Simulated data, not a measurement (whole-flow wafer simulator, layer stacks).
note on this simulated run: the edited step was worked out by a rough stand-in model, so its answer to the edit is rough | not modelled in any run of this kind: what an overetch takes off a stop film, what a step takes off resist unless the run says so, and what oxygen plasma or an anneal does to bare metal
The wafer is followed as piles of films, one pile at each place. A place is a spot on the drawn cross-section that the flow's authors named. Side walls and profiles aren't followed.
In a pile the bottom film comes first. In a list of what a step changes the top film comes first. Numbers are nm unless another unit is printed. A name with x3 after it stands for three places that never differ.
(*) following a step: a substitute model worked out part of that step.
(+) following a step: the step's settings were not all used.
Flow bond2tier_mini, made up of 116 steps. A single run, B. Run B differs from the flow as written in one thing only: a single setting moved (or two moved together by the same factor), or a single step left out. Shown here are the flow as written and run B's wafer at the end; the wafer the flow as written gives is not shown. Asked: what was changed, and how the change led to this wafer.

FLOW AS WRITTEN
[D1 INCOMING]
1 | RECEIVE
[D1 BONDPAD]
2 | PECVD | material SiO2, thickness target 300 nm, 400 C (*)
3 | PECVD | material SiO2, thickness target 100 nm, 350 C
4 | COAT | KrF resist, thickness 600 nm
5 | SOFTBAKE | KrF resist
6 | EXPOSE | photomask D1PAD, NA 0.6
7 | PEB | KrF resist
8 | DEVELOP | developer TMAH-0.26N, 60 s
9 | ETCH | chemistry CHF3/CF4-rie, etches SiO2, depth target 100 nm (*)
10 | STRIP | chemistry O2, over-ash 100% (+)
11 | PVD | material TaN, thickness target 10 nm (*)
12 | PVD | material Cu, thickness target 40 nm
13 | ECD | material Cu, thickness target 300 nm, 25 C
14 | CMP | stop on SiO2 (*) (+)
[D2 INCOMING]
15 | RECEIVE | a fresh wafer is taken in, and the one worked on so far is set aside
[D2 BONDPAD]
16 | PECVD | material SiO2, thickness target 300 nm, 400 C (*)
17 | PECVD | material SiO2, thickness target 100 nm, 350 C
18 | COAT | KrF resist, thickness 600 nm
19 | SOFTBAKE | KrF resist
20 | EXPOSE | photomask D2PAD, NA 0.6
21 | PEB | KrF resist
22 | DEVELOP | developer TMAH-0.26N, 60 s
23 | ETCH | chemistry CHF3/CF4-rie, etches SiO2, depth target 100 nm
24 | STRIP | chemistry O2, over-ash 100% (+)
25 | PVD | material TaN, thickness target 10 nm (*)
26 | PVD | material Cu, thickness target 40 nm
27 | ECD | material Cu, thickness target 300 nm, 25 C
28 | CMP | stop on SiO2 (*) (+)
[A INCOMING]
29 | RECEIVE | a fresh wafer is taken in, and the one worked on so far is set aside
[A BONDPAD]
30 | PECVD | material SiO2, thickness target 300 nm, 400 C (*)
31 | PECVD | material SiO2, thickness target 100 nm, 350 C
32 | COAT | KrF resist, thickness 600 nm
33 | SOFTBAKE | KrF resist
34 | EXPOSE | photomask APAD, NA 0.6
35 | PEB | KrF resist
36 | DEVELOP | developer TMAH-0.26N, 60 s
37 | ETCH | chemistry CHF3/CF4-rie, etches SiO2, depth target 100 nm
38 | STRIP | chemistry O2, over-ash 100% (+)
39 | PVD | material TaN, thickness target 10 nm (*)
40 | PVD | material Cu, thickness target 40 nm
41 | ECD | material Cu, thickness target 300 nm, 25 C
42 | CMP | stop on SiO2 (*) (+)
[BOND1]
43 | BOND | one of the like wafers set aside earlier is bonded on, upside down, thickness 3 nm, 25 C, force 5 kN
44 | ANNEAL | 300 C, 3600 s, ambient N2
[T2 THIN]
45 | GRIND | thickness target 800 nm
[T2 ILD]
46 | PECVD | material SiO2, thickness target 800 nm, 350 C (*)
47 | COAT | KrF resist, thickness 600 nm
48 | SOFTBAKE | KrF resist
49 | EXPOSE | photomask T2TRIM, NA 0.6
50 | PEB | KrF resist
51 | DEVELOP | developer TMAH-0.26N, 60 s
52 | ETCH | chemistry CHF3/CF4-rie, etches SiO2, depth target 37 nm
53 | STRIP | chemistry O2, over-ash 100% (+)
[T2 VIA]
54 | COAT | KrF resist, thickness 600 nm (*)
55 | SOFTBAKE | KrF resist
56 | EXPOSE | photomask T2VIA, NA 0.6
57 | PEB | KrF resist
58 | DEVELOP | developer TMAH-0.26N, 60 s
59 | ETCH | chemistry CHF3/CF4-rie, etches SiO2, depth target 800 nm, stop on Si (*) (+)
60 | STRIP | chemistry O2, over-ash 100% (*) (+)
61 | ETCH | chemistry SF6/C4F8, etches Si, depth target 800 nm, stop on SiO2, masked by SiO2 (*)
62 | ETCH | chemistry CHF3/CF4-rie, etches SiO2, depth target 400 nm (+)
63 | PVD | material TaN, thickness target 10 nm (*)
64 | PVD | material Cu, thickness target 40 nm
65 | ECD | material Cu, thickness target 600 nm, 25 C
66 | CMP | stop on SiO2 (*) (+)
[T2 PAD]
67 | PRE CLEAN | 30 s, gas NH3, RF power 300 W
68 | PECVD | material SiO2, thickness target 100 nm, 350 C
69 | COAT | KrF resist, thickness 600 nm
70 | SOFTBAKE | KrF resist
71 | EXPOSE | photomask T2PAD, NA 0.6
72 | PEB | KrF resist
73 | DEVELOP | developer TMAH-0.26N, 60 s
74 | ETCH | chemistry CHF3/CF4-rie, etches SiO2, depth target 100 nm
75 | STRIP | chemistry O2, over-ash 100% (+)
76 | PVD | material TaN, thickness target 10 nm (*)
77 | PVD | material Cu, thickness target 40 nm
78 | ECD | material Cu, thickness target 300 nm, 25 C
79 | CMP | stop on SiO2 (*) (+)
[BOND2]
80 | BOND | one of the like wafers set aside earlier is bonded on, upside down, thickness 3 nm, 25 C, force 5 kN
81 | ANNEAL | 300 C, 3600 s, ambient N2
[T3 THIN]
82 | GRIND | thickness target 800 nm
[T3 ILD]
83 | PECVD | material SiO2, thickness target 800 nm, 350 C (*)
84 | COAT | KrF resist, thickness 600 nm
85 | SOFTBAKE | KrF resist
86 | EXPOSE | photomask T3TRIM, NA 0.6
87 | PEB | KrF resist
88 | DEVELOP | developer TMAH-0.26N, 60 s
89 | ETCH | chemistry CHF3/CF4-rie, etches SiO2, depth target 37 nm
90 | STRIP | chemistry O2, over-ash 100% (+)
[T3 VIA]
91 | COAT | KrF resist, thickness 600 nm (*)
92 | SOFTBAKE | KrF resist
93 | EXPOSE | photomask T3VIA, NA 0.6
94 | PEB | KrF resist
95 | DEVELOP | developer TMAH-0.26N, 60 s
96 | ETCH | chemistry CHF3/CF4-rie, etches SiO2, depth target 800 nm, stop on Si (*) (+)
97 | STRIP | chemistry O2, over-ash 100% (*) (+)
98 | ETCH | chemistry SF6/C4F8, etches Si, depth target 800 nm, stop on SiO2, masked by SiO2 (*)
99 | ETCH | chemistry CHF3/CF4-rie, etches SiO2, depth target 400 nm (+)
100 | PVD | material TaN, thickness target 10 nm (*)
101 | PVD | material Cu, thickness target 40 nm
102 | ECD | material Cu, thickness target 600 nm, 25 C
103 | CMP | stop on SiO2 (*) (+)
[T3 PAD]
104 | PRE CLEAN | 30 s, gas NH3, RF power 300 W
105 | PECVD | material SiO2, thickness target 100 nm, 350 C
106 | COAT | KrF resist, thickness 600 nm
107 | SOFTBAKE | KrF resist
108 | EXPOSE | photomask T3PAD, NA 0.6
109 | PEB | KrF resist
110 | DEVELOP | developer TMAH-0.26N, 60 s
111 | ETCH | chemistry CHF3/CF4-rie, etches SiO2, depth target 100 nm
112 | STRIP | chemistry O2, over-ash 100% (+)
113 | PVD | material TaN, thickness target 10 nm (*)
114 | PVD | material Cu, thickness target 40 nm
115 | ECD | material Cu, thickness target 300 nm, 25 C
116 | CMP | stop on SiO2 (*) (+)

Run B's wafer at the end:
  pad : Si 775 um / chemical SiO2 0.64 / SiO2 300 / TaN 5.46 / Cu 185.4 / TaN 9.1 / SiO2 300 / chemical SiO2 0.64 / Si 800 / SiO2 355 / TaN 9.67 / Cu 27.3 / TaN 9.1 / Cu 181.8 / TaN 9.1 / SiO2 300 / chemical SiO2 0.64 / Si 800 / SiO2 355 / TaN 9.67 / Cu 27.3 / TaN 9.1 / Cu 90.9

The reason: step 39, PVD: thickness target 6 nm was run, though the flow has thickness target 10 nm.

How this came from the change, step by step:
  39 | PVD | material TaN, thickness target 10 nm (*)
      field: TaN gains 6 (new film) (it would be, as written: TaN gains 10 (new film))
      pad: TaN gains 5.46 (new film) (it would be, as written: TaN gains 9.1 (new film))
      (also at 1 further place)
  42 | CMP | stop on SiO2 (*) (+)
      field: Cu loses 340 (all of it), TaN loses 6 (all of it) (it would be, as written: Cu loses 340 (all of it), TaN loses 10 (all of it))
